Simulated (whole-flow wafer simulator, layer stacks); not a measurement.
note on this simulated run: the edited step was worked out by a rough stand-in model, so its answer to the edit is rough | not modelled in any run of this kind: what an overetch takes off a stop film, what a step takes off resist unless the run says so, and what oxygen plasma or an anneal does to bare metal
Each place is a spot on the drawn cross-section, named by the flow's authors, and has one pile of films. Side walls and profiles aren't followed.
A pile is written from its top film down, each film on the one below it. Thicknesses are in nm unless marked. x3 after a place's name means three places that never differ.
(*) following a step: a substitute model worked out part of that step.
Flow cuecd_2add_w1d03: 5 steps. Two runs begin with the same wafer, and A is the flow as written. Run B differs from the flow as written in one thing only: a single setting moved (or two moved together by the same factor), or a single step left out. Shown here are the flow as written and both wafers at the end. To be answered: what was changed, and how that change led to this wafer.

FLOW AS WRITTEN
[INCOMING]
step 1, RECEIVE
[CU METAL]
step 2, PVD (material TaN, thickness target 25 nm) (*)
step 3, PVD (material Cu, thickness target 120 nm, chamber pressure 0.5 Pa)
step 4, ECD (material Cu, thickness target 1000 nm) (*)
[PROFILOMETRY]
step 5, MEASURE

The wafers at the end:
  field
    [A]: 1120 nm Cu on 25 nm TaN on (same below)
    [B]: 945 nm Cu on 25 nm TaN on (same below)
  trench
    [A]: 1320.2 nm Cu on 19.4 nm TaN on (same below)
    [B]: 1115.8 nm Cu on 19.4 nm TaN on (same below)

The reason: step 4, ECD: thickness target 825 nm was run, though the flow has thickness target 1000 nm.

How this came from the change, step by step:
  step 4, ECD (material Cu, thickness target 1000 nm) (*)
      field: A Cu gains 1000 | B Cu gains 825
      trench: A Cu gains 1226.8 | B Cu gains 1022.3
